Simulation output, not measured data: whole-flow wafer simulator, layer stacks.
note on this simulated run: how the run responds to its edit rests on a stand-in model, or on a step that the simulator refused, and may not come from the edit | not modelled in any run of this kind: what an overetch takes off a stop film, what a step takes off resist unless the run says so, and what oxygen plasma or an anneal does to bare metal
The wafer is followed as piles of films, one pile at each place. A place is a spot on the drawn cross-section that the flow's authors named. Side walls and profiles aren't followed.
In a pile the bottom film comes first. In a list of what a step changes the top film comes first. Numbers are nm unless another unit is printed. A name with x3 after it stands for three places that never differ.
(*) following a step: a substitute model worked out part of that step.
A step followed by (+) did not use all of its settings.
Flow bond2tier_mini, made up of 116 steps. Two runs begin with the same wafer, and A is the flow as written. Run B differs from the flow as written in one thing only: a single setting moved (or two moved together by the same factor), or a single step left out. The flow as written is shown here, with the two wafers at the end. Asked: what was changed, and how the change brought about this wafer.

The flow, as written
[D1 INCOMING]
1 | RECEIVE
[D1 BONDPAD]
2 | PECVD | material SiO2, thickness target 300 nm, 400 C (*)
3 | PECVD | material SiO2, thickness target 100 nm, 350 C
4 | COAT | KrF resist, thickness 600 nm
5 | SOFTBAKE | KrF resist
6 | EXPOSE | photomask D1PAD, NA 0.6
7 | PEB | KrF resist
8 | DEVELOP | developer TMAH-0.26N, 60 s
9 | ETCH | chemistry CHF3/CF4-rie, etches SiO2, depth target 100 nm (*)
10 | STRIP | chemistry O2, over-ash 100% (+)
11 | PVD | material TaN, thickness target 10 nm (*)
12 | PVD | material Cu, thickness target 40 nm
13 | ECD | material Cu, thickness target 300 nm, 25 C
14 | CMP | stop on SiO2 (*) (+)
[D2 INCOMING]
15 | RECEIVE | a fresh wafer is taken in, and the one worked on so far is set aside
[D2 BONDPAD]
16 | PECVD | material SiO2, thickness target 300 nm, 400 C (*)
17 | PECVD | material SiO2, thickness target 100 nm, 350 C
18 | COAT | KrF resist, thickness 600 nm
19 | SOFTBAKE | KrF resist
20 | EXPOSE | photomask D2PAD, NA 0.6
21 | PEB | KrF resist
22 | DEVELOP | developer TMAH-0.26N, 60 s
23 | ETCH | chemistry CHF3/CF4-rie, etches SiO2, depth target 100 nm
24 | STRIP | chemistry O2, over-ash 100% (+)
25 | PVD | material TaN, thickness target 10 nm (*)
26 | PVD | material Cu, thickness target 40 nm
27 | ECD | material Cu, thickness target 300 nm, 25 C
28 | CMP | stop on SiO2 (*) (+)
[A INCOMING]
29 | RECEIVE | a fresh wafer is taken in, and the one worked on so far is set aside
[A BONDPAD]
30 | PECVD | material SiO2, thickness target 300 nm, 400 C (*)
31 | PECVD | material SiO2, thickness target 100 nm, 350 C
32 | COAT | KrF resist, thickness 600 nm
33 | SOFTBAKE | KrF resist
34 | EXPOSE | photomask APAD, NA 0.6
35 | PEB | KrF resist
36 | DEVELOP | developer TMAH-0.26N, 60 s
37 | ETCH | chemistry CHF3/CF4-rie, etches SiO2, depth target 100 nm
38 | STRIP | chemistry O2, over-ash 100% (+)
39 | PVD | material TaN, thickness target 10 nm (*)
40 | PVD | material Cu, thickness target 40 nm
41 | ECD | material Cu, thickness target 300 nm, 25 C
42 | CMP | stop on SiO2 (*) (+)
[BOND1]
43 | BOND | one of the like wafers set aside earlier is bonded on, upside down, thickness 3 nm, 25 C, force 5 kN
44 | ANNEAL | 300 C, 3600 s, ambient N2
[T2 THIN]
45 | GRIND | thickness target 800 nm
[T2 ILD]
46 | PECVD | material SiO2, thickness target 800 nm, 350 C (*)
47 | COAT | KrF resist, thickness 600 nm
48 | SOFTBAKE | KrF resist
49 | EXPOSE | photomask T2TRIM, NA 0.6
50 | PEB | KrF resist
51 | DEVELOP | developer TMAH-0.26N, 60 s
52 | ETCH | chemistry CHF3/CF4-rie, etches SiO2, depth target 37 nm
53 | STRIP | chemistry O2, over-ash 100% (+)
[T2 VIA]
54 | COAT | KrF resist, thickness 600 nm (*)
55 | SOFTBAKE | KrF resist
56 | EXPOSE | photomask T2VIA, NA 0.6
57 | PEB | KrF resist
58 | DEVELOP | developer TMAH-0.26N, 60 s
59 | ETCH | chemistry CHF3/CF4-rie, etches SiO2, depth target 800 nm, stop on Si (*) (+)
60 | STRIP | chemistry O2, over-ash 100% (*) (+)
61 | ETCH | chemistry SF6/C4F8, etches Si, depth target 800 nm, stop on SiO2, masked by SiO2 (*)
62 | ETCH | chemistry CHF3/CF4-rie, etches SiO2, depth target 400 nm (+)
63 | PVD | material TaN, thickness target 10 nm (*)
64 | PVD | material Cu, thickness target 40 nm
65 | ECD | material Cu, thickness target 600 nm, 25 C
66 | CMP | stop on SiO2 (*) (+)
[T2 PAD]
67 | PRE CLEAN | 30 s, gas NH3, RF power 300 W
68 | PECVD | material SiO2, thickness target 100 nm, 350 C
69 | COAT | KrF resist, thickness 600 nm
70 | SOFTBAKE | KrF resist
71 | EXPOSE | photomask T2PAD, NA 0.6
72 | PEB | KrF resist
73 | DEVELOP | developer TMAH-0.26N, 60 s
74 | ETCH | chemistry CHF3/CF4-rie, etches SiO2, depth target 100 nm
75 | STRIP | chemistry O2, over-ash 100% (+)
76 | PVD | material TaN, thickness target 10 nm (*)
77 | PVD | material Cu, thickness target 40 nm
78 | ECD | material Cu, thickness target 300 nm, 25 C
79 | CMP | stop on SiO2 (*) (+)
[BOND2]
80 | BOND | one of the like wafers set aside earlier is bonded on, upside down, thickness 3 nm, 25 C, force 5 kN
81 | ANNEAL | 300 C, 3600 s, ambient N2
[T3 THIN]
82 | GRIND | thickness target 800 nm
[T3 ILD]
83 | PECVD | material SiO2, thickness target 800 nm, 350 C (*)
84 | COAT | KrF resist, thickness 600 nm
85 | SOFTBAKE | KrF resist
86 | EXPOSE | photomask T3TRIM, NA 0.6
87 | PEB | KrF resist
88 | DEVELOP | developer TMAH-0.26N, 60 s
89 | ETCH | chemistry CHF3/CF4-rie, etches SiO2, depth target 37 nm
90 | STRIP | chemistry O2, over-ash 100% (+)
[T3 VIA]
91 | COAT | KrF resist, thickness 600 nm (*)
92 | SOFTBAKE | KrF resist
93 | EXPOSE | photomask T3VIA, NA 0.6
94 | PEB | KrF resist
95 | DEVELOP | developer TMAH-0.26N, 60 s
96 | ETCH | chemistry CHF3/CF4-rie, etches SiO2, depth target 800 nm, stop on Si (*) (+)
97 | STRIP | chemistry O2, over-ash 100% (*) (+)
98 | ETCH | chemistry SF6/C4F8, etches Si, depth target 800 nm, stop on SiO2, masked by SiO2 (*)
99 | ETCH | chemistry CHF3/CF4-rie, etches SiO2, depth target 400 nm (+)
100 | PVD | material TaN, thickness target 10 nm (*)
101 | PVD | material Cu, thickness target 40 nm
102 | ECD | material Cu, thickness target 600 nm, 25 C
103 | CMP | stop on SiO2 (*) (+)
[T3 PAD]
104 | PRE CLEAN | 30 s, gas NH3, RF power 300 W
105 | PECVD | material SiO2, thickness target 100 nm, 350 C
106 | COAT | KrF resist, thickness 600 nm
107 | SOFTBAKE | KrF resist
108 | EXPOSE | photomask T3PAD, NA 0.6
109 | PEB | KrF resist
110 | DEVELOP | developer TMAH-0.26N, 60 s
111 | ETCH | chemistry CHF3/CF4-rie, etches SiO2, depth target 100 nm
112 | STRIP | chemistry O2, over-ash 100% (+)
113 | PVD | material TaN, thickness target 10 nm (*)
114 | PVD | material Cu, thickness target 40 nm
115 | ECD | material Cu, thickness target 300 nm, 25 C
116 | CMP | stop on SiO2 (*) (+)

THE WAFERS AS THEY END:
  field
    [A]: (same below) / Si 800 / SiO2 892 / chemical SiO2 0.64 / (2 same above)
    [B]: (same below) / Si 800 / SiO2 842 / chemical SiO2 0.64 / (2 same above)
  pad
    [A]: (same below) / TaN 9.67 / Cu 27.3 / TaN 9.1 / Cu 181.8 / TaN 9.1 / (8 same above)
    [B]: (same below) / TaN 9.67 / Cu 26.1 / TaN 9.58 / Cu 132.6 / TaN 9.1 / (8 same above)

The reason: step 68, PECVD: thickness target 50 nm was run, while the flow as written has thickness target 100 nm.

The path from the change to this, step by step:
  68 | PECVD | material SiO2, thickness target 100 nm, 350 C
      field: A +100 SiO2 | B +50 SiO2
      pad: A +100 SiO2 (new film) | B +50 SiO2 (new film)
  74 | ETCH | chemistry CHF3/CF4-rie, etches SiO2, depth target 100 nm
      pad: A -100 SiO2 (all of it) | B -50 SiO2 (all of it), -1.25 Cu
      field: A -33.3 KrF resist | B -25 KrF resist
  77 | PVD | material Cu, thickness target 40 nm
      pad: A +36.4 Cu (new film) | B +38.1 Cu (new film)
  78 | ECD | material Cu, thickness target 300 nm, 25 C
      pad: A +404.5 Cu | B +353.5 Cu
